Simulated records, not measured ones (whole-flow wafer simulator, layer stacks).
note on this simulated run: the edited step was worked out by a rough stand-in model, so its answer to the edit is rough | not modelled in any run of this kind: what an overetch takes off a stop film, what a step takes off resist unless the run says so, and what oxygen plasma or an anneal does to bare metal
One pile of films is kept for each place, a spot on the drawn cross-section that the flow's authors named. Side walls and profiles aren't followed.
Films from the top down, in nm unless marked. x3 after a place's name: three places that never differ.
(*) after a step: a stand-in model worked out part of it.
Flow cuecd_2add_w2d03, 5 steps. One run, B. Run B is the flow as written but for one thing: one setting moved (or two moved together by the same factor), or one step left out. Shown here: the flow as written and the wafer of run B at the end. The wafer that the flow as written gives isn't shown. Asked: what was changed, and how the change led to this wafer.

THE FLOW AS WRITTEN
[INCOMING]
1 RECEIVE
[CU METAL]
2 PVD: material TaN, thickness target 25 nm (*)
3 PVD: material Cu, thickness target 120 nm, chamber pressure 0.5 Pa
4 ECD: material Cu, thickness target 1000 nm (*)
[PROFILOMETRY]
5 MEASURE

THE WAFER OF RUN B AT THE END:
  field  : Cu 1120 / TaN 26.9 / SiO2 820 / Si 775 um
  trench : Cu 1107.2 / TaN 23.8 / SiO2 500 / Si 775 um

The cause: step 2, PVD: thickness target 26.9 nm was run, where the flow has thickness target 25 nm.
It can be read off the wafer: field has TaN 26.9, and step 2 as written asks for 25 nm.

How the change led to this, step by step:
  2 PVD: material TaN, thickness target 25 nm (*)
      field: TaN +26.9 (new film) (as written it would be: TaN +25 (new film))
      trench: TaN +23.8 (new film) (as written it would be: TaN +22.1 (new film))
